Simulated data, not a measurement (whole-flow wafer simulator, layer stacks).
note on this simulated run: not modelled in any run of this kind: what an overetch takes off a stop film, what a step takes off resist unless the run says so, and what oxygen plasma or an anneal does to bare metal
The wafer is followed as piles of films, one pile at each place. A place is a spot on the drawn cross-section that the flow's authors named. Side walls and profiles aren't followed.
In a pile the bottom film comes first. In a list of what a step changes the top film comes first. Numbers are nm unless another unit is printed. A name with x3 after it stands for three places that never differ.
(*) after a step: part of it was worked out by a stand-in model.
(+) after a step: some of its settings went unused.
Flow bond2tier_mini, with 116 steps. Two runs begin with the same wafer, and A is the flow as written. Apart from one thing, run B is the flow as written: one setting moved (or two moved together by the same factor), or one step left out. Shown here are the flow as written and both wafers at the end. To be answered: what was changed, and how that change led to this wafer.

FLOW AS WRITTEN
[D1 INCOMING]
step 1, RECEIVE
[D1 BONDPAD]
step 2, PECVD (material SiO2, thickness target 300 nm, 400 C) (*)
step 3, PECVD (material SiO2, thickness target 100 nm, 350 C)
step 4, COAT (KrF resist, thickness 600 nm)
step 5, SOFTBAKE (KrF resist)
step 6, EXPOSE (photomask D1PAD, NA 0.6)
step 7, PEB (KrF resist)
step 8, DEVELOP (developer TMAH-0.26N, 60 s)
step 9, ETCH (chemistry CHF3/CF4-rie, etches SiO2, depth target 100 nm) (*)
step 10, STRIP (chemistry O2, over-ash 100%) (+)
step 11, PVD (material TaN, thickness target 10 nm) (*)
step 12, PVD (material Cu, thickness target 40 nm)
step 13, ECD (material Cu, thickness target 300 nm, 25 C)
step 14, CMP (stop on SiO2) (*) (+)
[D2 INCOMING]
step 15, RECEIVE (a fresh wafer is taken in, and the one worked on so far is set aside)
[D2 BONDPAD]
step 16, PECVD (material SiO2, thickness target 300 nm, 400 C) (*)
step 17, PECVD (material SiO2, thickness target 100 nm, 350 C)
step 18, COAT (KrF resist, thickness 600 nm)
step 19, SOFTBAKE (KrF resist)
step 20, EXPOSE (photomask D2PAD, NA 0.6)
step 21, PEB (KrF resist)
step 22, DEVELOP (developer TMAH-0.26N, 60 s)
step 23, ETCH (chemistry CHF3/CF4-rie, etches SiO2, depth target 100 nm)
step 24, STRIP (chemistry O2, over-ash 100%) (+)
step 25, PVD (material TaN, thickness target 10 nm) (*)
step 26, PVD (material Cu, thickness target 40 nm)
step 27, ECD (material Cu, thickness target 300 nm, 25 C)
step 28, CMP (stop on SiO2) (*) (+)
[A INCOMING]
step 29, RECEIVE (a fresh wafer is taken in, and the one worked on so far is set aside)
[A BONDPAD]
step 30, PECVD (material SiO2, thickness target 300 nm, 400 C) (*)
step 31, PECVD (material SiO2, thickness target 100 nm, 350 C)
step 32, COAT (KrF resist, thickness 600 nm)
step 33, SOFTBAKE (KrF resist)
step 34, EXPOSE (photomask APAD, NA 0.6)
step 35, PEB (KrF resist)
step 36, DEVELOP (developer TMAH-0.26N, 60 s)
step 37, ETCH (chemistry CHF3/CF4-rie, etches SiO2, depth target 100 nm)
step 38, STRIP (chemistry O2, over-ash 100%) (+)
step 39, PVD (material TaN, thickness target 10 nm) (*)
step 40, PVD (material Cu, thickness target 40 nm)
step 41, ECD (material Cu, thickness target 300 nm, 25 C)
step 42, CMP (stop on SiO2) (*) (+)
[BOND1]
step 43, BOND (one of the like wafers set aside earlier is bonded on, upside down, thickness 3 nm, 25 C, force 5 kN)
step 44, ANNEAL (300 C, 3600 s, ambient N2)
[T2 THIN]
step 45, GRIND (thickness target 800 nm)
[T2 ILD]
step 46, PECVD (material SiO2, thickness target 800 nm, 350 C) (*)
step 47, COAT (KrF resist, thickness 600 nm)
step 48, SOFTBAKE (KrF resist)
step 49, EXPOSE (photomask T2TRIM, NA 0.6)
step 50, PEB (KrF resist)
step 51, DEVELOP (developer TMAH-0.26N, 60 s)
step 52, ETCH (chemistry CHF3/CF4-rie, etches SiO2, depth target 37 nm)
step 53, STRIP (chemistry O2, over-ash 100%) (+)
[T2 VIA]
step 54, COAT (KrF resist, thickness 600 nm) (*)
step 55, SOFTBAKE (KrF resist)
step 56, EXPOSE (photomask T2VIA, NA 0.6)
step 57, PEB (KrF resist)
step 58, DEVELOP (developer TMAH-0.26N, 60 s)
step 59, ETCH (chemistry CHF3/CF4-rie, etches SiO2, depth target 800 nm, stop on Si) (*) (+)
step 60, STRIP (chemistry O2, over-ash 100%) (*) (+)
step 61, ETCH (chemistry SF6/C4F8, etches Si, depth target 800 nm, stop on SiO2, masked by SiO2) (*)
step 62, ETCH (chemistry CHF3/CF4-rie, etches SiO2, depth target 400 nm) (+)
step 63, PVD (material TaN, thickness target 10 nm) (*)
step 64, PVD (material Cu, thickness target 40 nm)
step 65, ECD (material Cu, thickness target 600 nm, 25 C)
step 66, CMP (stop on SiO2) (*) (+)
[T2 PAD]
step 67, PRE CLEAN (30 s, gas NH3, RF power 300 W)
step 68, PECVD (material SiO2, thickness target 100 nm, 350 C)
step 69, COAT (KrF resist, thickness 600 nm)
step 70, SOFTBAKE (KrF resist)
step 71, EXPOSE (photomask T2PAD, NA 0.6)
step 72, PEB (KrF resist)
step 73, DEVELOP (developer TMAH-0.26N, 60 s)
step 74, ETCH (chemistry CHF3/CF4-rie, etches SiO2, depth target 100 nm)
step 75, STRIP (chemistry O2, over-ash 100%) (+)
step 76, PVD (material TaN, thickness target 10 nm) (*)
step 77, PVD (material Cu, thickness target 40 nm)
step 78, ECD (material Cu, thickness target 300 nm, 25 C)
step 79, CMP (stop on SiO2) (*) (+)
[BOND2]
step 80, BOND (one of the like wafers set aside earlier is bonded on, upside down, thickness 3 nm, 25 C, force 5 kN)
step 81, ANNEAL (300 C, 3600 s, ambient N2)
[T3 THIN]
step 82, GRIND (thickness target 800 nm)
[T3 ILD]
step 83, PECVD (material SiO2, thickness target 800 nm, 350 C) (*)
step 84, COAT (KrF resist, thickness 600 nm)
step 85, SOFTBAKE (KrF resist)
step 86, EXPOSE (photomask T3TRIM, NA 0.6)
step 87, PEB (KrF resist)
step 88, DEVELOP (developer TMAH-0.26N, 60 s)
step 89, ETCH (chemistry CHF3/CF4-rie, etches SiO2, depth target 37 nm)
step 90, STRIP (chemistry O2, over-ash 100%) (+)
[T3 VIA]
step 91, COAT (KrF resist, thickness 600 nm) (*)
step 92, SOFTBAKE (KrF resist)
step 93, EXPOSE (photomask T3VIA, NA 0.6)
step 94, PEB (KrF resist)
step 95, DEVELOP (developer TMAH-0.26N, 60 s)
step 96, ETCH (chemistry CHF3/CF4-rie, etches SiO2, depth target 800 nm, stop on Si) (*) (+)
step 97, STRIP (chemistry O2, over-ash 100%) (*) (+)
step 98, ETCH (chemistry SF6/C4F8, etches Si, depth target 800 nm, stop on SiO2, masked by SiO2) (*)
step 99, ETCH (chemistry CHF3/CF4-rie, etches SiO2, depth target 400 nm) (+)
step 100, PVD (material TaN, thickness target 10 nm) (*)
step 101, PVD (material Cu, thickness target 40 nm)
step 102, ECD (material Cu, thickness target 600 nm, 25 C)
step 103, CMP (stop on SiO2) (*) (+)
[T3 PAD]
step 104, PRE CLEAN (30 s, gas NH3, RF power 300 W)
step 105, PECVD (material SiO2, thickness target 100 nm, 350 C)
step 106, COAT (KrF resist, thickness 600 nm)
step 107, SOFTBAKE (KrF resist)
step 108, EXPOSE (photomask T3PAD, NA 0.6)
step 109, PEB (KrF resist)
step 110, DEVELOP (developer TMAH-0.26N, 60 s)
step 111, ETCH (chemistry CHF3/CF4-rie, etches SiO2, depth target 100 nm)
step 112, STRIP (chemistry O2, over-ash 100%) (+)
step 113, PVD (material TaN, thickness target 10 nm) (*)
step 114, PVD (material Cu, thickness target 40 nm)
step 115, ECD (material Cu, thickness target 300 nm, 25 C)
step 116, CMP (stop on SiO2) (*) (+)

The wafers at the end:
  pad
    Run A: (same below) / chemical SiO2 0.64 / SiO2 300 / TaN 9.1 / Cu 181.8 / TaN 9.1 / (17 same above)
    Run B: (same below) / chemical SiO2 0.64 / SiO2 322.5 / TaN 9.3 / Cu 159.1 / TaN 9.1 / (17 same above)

Cause: step 37, ETCH: depth target 77.5 nm was run, while the flow as written has depth target 100 nm.

Step by step, how the change led to this:
  step 37, ETCH (chemistry CHF3/CF4-rie, etches SiO2, depth target 100 nm)
      pad, via: A -100 SiO2 | B -77.5 SiO2
      field: A -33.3 KrF resist | B -25.8 KrF resist
  step 40, PVD (material Cu, thickness target 40 nm)
      pad: A +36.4 Cu (new film) | B +37.2 Cu (new film)
  step 41, ECD (material Cu, thickness target 300 nm, 25 C)
      pad: A +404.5 Cu | B +381 Cu
      via: A +400.2 Cu | B +377.6 Cu
